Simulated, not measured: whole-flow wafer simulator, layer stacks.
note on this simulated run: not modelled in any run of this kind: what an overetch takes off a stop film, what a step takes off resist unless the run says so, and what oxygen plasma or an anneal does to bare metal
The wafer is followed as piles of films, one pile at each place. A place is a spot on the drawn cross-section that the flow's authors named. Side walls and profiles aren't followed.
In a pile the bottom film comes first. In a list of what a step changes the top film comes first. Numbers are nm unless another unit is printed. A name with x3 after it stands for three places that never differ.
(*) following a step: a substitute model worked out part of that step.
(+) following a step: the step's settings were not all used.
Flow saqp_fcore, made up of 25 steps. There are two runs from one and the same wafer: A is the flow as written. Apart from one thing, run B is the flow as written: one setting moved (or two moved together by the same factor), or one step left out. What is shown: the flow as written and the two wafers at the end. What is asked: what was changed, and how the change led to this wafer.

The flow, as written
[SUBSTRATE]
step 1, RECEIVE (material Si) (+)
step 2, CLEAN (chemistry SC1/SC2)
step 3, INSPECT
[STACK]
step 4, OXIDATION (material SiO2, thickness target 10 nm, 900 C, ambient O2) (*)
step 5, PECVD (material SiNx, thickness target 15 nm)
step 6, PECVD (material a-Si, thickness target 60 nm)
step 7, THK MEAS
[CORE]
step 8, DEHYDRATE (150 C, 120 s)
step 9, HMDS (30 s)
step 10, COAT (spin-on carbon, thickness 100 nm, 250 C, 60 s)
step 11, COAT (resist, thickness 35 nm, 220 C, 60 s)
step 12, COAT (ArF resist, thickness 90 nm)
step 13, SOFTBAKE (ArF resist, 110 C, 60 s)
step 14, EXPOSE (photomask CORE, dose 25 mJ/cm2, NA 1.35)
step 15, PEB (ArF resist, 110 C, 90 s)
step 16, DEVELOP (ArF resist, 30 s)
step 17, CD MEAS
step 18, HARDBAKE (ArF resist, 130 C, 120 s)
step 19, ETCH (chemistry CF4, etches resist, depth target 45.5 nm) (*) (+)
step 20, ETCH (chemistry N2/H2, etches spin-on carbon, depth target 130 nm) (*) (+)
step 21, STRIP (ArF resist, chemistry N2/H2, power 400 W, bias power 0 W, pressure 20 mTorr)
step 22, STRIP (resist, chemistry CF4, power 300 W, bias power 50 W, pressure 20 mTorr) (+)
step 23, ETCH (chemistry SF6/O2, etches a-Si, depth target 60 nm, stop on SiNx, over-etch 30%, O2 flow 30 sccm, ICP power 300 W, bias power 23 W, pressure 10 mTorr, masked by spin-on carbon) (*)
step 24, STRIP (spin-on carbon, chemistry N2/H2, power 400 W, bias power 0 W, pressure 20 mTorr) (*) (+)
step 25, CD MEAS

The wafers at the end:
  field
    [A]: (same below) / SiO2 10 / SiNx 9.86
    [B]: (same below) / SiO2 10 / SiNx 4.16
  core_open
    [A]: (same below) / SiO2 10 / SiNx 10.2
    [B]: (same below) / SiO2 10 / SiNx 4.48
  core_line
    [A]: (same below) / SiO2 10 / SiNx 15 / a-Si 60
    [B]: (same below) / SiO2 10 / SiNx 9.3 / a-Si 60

Cause: step 5, PECVD: thickness target 9.3 nm was run, while the flow as written has thickness target 15 nm.
The wafer lets one read it off: core_line has SiNx 9.3, and step 5 as written asks for 15 nm.

How this came from the change, step by step:
  step 5, PECVD (material SiNx, thickness target 15 nm)
      field, core_open, core_line: A SiNx gains 15 (new film) | B SiNx gains 9.3 (new film)
